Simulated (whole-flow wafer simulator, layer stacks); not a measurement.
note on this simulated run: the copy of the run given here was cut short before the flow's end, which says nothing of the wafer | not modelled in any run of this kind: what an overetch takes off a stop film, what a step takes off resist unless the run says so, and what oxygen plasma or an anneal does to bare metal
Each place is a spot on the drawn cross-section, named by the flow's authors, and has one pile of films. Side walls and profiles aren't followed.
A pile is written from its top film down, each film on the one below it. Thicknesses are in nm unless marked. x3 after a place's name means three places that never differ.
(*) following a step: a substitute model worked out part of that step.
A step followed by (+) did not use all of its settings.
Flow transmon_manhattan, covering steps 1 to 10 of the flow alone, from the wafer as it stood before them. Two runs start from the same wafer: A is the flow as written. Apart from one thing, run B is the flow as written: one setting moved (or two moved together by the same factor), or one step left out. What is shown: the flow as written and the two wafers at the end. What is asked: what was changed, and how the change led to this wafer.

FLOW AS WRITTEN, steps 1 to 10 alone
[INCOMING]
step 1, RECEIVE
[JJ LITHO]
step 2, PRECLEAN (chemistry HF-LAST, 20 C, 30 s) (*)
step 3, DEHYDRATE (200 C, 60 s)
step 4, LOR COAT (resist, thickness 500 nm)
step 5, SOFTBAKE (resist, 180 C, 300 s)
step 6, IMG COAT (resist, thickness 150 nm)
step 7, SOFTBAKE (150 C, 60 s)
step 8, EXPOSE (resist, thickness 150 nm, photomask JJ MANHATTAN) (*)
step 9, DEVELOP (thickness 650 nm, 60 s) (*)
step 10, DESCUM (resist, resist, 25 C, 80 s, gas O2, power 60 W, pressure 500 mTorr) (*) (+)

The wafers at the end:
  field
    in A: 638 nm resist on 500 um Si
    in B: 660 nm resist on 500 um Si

What caused this: step 6, IMG COAT: thickness 172 nm was run, whereas the flow has thickness 150 nm.

Step by step, how the change led to this:
  step 6, IMG COAT (resist, thickness 150 nm)
      field, chan_a x2: A resist gains 150 | B resist gains 172
  step 9, DEVELOP (thickness 650 nm, 60 s) (*)
      chan_a x2: A resist loses 650 (all of it) | B resist loses 672 (all of it)
